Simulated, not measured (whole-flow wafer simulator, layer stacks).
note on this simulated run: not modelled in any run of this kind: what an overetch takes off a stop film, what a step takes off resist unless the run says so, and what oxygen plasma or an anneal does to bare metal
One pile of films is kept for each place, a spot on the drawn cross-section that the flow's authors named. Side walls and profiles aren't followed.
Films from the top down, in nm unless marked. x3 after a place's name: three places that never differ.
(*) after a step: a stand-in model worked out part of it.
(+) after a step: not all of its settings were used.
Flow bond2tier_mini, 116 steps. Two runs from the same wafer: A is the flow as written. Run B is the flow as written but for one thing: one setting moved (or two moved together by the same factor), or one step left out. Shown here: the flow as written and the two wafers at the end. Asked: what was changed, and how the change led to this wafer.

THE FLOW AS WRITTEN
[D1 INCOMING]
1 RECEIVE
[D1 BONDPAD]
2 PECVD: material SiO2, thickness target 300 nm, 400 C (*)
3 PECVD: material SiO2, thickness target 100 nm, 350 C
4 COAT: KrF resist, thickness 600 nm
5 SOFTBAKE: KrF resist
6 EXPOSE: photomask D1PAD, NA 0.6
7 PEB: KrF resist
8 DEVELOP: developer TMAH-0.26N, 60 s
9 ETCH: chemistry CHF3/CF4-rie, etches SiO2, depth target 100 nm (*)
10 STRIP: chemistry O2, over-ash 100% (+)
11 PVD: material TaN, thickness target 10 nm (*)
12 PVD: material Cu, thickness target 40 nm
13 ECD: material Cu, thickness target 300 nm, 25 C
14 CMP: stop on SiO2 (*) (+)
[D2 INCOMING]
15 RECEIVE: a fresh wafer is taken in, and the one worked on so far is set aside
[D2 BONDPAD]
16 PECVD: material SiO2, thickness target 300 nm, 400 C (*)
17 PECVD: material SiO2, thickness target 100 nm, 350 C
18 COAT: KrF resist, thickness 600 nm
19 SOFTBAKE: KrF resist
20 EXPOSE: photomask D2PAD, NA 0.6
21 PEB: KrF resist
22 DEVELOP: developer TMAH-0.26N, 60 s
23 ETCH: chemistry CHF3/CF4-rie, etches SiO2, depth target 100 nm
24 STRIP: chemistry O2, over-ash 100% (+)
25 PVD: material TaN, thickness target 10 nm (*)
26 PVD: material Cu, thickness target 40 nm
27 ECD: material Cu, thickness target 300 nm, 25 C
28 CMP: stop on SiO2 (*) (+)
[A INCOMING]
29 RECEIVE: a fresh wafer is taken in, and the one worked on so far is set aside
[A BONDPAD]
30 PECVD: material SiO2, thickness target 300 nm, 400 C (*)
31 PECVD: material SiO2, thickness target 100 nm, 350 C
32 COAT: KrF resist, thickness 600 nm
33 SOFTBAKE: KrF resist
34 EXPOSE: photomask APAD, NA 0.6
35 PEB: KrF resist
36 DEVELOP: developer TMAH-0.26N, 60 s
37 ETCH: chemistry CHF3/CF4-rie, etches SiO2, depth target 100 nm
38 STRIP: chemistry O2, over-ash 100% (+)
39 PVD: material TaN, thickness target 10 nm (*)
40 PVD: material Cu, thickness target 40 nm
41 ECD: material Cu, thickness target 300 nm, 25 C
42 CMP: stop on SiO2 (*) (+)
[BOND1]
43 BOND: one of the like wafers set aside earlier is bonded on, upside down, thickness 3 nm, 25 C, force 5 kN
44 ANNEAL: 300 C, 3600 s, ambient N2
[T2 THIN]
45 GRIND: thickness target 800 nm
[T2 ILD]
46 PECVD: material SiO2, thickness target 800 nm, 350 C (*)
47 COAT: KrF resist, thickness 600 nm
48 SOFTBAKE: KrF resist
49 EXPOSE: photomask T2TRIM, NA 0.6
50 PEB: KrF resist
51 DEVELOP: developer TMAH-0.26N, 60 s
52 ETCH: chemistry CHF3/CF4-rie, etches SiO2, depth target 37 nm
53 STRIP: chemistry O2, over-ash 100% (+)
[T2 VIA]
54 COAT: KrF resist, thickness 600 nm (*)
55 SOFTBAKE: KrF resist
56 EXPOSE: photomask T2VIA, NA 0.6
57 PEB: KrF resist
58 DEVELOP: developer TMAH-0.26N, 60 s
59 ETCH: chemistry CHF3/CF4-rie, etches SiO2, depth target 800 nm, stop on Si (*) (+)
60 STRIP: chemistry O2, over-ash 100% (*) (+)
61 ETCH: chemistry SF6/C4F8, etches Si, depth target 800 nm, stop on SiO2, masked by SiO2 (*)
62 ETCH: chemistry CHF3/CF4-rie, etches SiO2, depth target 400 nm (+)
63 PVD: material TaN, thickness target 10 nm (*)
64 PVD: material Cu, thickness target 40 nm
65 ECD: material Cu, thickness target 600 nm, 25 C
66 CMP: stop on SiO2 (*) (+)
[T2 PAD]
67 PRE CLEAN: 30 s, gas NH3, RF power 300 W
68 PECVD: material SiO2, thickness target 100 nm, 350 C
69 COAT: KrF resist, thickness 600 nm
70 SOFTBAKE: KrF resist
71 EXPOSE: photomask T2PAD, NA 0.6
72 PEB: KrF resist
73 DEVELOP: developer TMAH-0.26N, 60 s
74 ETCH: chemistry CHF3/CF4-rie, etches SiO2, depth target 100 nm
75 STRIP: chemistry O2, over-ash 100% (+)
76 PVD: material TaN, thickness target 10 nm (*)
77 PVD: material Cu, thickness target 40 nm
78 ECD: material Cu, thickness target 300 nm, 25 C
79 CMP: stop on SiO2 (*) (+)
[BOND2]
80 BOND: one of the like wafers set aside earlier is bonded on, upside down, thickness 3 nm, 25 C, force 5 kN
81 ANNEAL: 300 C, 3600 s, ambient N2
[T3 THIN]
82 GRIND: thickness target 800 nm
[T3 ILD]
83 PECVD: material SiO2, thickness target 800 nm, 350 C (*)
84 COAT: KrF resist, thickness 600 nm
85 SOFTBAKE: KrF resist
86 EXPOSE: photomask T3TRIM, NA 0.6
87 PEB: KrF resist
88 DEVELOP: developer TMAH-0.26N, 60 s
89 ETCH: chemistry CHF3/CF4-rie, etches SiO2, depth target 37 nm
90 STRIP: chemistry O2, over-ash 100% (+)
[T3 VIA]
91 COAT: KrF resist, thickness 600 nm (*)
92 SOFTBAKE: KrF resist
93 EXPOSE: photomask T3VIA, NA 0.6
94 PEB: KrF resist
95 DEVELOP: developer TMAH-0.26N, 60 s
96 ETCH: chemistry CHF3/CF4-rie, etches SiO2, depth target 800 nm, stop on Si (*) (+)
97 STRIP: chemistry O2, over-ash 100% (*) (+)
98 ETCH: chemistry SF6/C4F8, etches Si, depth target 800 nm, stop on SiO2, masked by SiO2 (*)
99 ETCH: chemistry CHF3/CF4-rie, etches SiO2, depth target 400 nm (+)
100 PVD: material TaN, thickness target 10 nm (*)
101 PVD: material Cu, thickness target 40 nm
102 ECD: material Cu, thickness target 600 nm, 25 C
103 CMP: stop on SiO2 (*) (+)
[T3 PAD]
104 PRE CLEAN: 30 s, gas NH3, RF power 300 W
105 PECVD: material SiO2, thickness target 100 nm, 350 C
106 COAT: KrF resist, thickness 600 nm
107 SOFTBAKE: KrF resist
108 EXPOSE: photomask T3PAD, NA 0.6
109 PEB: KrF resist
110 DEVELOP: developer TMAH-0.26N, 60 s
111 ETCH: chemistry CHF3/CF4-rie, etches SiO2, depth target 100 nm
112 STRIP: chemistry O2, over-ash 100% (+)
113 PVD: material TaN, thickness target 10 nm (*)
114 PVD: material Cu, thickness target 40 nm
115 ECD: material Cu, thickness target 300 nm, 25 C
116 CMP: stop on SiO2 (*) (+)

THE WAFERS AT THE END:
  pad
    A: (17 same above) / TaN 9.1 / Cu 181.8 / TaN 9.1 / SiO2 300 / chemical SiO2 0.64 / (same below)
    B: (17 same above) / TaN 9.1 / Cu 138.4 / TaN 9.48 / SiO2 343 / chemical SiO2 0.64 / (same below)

The cause: step 37, ETCH: depth target 57 nm was run, where the flow has depth target 100 nm.

How the change led to this, step by step:
  37 ETCH: chemistry CHF3/CF4-rie, etches SiO2, depth target 100 nm
      pad, via: A SiO2 -100 | B SiO2 -57
      field: A KrF resist -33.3 | B KrF resist -19
  38 STRIP: chemistry O2, over-ash 100% (+)
      field: A KrF resist -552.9 (all of it) | B KrF resist -567.3 (all of it)
  40 PVD: material Cu, thickness target 40 nm
      pad: A Cu +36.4 (new film) | B Cu +37.9 (new film)
  41 ECD: material Cu, thickness target 300 nm, 25 C
      pad: A Cu +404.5 | B Cu +359.6
      via: A Cu +400.2 | B Cu +357
